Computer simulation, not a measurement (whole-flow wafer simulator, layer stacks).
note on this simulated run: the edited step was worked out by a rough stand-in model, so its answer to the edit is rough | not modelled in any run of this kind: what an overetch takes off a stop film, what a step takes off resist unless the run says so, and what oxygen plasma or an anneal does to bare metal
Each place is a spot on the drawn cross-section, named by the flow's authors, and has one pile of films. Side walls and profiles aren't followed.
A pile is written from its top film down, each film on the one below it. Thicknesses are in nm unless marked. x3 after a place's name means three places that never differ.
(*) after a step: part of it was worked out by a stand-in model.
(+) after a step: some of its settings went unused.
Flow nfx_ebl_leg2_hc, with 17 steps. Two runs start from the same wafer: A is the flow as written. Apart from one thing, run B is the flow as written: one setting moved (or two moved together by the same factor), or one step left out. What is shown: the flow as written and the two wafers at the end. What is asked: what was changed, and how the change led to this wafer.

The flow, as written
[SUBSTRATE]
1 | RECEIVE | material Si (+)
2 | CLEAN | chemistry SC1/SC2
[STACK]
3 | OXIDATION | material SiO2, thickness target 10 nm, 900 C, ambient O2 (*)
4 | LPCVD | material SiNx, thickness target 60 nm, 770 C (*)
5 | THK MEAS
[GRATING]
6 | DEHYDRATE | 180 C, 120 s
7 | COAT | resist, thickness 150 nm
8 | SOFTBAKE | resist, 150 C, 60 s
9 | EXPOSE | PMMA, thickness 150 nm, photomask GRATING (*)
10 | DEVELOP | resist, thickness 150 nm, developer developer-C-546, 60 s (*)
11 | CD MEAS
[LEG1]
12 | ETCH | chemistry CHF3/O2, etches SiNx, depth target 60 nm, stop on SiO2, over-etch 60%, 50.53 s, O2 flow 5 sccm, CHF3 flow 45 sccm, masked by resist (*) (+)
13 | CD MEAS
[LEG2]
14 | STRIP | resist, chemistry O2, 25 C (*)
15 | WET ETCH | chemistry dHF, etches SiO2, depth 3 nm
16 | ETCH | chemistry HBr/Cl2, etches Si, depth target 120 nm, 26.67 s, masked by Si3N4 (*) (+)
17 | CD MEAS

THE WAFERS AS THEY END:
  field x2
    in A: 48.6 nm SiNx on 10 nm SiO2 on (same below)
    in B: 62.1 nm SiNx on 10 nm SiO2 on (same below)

Cause: step 4, LPCVD: thickness target 73.5 nm was run, though the flow has thickness target 60 nm.

The path from the change to this, step by step:
  4 | LPCVD | material SiNx, thickness target 60 nm, 770 C (*)
      field x2, pad x2: A +60 SiNx (new film) | B +73.5 SiNx (new film)
  12 | ETCH | chemistry CHF3/O2, etches SiNx, depth target 60 nm, stop on SiO2, over-etch 60%, 50.53 s, O2 flow 5 sccm, CHF3 flow 45 sccm, masked by resist (*) (+)
      pad x2: A -60 SiNx (all of it), -10 SiO2 (all of it) | B -73.5 SiNx (all of it), -10 SiO2 (all of it)
